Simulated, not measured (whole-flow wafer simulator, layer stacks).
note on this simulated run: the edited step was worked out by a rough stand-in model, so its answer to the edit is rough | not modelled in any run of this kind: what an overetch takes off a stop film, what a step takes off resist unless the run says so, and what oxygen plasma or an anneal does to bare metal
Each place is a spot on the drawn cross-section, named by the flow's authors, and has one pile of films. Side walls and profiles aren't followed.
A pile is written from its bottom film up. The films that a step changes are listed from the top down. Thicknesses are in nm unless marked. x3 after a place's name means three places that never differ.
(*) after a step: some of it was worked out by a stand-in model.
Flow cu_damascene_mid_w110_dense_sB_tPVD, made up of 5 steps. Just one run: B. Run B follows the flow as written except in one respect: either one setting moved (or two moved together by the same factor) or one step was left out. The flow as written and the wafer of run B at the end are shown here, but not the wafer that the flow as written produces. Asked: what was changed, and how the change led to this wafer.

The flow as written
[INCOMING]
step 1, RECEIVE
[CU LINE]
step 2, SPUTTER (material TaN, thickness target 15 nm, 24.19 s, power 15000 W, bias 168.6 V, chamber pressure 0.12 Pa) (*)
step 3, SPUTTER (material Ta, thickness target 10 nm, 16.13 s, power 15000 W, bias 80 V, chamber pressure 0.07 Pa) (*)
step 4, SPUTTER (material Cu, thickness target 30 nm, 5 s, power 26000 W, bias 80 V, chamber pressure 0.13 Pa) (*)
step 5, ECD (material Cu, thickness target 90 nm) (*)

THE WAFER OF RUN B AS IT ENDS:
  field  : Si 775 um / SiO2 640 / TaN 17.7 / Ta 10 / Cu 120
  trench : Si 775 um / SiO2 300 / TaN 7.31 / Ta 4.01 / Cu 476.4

Cause: step 2, SPUTTER: 28.73 s was run, while the flow as written has 24.19 s; step 2, SPUTTER: chamber pressure 0.142 Pa was run, where the flow has chamber pressure 0.12 Pa.

The path from the change to this, step by step:
  step 2, SPUTTER (material TaN, thickness target 15 nm, 24.19 s, power 15000 W, bias 168.6 V, chamber pressure 0.12 Pa) (*)
      field: +17.7 TaN (new film) (in the flow as written it would be: +15 TaN (new film))
      trench: +7.31 TaN (new film) (in the flow as written it would be: +6.23 TaN (new film))
